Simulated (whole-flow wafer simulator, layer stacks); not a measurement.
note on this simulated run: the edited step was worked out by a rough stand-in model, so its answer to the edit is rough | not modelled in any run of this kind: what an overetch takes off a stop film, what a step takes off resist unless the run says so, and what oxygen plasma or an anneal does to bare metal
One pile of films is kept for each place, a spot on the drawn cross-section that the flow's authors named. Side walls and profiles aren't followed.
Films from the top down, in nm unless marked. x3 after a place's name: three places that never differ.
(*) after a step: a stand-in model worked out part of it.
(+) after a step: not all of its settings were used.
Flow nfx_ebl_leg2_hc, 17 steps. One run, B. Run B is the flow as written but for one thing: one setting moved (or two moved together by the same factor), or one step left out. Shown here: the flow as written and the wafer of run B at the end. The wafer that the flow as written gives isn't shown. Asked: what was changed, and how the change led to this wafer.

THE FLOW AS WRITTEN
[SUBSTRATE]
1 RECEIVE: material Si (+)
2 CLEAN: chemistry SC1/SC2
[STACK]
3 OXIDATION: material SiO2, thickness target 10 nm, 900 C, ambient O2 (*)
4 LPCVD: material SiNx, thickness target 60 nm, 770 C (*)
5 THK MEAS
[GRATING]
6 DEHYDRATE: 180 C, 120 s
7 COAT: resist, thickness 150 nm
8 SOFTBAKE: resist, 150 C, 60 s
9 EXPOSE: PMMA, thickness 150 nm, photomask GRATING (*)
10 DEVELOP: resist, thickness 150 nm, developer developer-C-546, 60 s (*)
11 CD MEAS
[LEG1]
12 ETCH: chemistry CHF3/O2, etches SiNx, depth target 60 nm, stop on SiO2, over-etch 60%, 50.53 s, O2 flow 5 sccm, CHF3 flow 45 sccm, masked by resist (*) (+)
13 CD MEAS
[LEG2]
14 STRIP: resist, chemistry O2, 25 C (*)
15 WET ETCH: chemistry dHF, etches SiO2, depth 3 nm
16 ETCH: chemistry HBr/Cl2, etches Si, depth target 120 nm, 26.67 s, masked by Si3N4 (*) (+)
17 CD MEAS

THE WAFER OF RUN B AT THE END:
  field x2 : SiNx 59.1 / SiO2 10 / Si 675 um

The cause: step 4, LPCVD: thickness target 70.5 nm was run, where the flow has thickness target 60 nm.

How the change led to this, step by step:
  4 LPCVD: material SiNx, thickness target 60 nm, 770 C (*)
      field x2, pad x2: SiNx +70.5 (new film) (as written it would be: SiNx +60 (new film))
  12 ETCH: chemistry CHF3/O2, etches SiNx, depth target 60 nm, stop on SiO2, over-etch 60%, 50.53 s, O2 flow 5 sccm, CHF3 flow 45 sccm, masked by resist (*) (+)
      pad x2: SiNx -70.5 (all of it), SiO2 -10 (all of it) (as written it would be: SiNx -60 (all of it), SiO2 -10 (all of it))
